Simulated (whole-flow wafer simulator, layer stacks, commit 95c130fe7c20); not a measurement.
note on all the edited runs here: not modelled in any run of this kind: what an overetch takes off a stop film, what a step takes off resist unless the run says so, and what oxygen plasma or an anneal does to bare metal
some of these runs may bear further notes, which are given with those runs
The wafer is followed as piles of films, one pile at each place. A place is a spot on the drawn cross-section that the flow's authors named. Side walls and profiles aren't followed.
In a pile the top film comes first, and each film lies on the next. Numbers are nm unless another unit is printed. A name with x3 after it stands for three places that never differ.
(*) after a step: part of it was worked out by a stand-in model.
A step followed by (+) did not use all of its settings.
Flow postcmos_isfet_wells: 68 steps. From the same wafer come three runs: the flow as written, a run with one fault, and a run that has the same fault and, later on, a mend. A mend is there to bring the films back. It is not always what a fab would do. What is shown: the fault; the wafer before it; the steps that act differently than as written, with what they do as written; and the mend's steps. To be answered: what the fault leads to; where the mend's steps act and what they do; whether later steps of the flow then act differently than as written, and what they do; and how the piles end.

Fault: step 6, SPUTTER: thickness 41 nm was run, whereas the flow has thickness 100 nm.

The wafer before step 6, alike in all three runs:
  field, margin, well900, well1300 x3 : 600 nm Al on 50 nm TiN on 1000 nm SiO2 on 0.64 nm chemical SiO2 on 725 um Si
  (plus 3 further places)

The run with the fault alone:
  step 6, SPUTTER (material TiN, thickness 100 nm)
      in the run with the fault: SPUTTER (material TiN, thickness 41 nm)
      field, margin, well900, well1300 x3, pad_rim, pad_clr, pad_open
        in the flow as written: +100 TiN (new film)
        in the run with the fault: +41 TiN (new film)
  Steps later in the flow that act otherwise than as written:
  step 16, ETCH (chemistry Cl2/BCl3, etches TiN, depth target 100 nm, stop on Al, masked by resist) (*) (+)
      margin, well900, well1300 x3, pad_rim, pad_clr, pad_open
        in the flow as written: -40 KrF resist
        in the run with the fault: -24.6 KrF resist
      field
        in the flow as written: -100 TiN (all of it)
        in the run with the fault: -41 TiN (all of it)
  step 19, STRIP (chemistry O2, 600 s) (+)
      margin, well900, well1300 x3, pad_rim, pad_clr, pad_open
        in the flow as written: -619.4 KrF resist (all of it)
        in the run with the fault: -634.8 KrF resist (all of it)
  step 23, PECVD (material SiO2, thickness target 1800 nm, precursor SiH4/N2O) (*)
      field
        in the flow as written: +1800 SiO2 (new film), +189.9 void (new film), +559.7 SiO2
        in the run with the fault: +1800 SiO2 (new film), +146.3 void (new film), +544.2 SiO2
  At field, margin, well900, well1300 x3, pad_rim, pad_clr, pad_open, the piles at the end differ from the flow's by more than 2% or 0.5 nm, whichever is larger.
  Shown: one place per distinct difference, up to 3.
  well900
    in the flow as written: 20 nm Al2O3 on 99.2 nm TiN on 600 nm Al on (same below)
    in the run with the fault: 20 nm Al2O3 on 40.2 nm TiN on 600 nm Al on (same below)
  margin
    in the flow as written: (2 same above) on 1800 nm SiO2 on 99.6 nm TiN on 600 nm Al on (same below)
    in the run with the fault: (2 same above) on 1800 nm SiO2 on 40.6 nm TiN on 600 nm Al on (same below)
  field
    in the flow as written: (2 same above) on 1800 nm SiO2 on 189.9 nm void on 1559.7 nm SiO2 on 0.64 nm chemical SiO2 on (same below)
    in the run with the fault: (2 same above) on 1800 nm SiO2 on 146.3 nm void on 1544.2 nm SiO2 on 0.64 nm chemical SiO2 on (same below)

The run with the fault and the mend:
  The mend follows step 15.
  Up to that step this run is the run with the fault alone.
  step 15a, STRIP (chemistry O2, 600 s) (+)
      margin, well900, well1300 x3, pad_rim, pad_clr, pad_open
        -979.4 KrF resist (all of it)
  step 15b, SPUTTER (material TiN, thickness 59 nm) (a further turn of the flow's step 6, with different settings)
      field, margin, well900, well1300 x3, pad_rim, pad_clr, pad_open
        +59 TiN
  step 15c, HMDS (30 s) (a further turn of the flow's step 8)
      does not change any film at any place that is followed
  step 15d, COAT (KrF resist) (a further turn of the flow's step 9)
      field, margin, well900, well1300 x3, pad_rim, pad_clr, pad_open
        +1000 KrF resist (new film)
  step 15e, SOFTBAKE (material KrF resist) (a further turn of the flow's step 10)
      does not change any film at any place that is followed
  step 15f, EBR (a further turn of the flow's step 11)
      does not change any film at any place that is followed
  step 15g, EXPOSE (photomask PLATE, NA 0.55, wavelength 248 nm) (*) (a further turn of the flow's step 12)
      does not change any film at any place that is followed
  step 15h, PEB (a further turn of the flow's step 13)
      field, margin, well900, well1300 x3, pad_rim, pad_clr, pad_open
        -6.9 KrF resist
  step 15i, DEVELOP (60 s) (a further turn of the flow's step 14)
      margin, well900, well1300 x3, pad_rim, pad_clr, pad_open
        -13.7 KrF resist
      field
        -993.1 KrF resist (all of it)
  None of the later steps of the flow acts differently than as written at any place that is followed.
  At every place that both follow, the piles at the end match the flow's.
